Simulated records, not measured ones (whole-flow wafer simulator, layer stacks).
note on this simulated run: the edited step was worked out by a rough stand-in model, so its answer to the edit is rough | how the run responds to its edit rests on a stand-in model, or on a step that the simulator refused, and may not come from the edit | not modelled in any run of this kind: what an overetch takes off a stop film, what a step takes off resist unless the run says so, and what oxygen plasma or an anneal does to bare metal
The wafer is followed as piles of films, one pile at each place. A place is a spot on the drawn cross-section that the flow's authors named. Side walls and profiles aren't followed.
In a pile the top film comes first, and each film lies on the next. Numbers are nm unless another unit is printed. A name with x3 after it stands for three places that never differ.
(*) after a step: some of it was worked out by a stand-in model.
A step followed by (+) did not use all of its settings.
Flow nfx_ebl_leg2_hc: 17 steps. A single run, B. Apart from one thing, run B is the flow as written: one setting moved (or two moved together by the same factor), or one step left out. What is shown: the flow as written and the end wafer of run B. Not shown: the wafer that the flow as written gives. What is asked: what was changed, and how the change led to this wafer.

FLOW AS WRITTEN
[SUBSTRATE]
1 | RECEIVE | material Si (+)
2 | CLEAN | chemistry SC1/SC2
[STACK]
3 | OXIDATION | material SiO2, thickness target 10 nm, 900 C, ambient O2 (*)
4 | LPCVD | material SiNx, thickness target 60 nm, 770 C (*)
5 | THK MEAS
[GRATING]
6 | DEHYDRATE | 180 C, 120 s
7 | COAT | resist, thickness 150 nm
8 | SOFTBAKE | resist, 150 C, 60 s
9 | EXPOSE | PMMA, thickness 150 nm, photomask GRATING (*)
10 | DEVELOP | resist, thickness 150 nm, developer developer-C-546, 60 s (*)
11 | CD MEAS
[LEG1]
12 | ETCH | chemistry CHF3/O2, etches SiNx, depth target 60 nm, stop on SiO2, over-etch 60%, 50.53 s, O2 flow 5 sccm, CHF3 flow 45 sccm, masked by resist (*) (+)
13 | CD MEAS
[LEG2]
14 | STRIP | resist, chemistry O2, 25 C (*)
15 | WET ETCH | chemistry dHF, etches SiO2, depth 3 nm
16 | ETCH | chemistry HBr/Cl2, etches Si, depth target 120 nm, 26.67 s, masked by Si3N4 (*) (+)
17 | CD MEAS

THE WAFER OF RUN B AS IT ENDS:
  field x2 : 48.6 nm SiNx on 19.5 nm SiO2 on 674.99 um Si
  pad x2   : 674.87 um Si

Cause: step 3, OXIDATION: 968 C was run, whereas the flow has 900 C.

Step by step, how the change led to this:
  3 | OXIDATION | material SiO2, thickness target 10 nm, 900 C, ambient O2 (*)
      field x2, pad x2: SiO2 gains 19.5 (new film), chemical SiO2 loses 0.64 (all of it), Si loses 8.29 (it would be, as written: SiO2 gains 10 (new film), chemical SiO2 loses 0.64 (all of it), Si loses 4.12)
  12 | ETCH | chemistry CHF3/O2, etches SiNx, depth target 60 nm, stop on SiO2, over-etch 60%, 50.53 s, O2 flow 5 sccm, CHF3 flow 45 sccm, masked by resist (*) (+)
      pad x2: SiNx loses 60 (all of it), SiO2 loses 18 (it would be, as written: SiNx loses 60 (all of it), SiO2 loses 10 (all of it))
  14 | STRIP | resist, chemistry O2, 25 C (*)
      pad x2: nothing (it would be, as written: chemical SiO2 gains 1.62 (new film), Si loses 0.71)
  15 | WET ETCH | chemistry dHF, etches SiO2, depth 3 nm
      pad x2: SiO2 loses 1.49 (all of it) (it would be, as written: chemical SiO2 loses 1.62 (all of it))
